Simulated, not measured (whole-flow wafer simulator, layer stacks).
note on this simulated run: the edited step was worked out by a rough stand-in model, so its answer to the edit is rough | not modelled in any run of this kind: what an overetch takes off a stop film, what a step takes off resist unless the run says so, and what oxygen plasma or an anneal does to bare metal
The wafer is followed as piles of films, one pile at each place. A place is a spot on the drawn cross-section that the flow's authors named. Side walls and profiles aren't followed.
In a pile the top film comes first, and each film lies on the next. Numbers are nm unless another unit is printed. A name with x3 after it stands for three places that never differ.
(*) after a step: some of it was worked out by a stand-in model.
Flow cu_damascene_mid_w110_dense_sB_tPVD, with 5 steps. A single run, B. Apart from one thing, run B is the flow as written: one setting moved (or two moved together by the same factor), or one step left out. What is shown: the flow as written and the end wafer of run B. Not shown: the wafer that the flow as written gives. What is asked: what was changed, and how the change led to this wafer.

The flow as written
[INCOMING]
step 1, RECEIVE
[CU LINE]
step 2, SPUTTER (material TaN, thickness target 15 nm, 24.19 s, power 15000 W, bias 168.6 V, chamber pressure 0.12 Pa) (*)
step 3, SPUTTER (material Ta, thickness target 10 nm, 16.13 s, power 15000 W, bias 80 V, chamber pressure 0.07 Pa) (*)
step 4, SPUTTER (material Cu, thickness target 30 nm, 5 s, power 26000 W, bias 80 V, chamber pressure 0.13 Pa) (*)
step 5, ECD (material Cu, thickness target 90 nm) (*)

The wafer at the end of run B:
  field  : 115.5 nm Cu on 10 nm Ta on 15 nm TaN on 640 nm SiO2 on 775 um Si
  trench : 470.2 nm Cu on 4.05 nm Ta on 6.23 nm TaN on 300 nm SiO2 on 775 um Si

Cause: step 4, SPUTTER: thickness target 25.5 nm was run, while the flow as written has thickness target 30 nm.

Step by step, how the change led to this:
  step 4, SPUTTER (material Cu, thickness target 30 nm, 5 s, power 26000 W, bias 80 V, chamber pressure 0.13 Pa) (*)
      field: Cu gains 25.5 (new film) (as written it would have been: Cu gains 30 (new film))
      trench: Cu gains 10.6 (new film) (as written it would have been: Cu gains 12.5 (new film))
